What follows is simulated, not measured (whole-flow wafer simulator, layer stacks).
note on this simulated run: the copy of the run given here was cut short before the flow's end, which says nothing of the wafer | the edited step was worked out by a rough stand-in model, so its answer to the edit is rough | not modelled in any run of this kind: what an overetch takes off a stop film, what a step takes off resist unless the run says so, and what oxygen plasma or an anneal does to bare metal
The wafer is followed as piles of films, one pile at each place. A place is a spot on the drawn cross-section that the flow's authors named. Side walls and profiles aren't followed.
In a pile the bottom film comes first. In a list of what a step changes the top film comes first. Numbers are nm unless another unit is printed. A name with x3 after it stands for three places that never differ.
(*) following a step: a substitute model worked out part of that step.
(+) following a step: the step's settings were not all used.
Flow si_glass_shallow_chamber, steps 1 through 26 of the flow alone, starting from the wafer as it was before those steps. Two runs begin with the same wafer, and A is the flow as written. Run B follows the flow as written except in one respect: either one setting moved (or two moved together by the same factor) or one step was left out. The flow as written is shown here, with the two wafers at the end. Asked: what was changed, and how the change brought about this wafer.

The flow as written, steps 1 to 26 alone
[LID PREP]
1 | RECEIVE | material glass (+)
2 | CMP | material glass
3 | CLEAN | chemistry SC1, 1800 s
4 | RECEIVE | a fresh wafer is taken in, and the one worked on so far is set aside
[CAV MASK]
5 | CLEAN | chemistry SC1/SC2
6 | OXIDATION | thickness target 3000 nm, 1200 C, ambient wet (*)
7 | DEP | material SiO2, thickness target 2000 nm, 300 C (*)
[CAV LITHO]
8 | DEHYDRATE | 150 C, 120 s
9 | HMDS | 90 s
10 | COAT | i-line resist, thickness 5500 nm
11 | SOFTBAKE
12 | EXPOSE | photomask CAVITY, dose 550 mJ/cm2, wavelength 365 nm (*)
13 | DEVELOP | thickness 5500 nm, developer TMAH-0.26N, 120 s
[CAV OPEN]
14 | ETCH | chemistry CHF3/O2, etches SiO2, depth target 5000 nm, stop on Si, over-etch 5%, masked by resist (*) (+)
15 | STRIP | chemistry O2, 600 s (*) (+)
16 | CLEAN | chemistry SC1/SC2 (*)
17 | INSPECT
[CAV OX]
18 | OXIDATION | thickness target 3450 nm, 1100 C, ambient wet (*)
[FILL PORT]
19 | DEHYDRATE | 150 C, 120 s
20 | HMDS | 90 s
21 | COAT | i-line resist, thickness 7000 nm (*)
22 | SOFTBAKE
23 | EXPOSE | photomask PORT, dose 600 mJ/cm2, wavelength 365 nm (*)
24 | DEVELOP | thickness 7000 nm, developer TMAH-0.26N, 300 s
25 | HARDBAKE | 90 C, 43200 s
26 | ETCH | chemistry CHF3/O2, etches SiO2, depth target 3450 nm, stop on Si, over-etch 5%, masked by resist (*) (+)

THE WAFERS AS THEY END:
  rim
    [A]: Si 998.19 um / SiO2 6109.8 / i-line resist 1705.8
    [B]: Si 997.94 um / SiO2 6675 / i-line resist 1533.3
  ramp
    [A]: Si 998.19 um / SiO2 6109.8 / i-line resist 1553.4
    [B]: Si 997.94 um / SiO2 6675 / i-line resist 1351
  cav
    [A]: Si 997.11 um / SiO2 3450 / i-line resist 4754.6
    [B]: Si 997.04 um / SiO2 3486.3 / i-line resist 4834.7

The reason: step 6, OXIDATION: thickness target 3675 nm was run, though the flow has thickness target 3000 nm.

How this came from the change, step by step:
  6 | OXIDATION | thickness target 3000 nm, 1200 C, ambient wet (*)
      rim, ramp, cav, port, septum, ring: A SiO2 gains 3000 (new film), chemical SiO2 loses 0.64 (all of it), Si loses 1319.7 | B SiO2 gains 3675 (new film), chemical SiO2 loses 0.64 (all of it), Si loses 1616.7
  14 | ETCH | chemistry CHF3/O2, etches SiO2, depth target 5000 nm, stop on Si, over-etch 5%, masked by resist (*) (+)
      cav, port: A SiO2 loses 5000 (all of it), Si loses 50 | B SiO2 loses 5250
  15 | STRIP | chemistry O2, 600 s (*) (+)
      cav, port: A chemical SiO2 gains 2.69 (new film), Si loses 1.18 | B nothing
  18 | OXIDATION | thickness target 3450 nm, 1100 C, ambient wet (*)
      cav, port: A SiO2 gains 3450 (new film), chemical SiO2 loses 2.69 (all of it), Si loses 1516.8 | B SiO2 gains 3061.3, Si loses 1347
      rim, ramp, septum, ring: A SiO2 gains 1109.8, Si loses 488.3 | B SiO2 gains 1000, Si loses 440
  21 | COAT | i-line resist, thickness 7000 nm (*)
      rim: A i-line resist gains 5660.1 (new film) | B i-line resist gains 5538.1 (new film)
      ramp: A i-line resist gains 5087.8 (new film) | B i-line resist gains 4919.7 (new film)
  22 | SOFTBAKE
      rim: A i-line resist loses 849 | B i-line resist loses 905.6
      ramp: A i-line resist loses 434.5 | B i-line resist loses 475.7
      (as well as at 3 more places)
  25 | HARDBAKE | 90 C, 43200 s
      rim: A i-line resist loses 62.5 | B i-line resist loses 56.4
      ramp: A i-line resist loses 57.1 | B i-line resist loses 50.2
      (as well as at 1 more place)
  26 | ETCH | chemistry CHF3/O2, etches SiO2, depth target 3450 nm, stop on Si, over-etch 5%, masked by resist (*) (+)
      port: A SiO2 loses 3450 (all of it), Si loses 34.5 | B SiO2 loses 3486.3 (all of it), Si loses 27.2
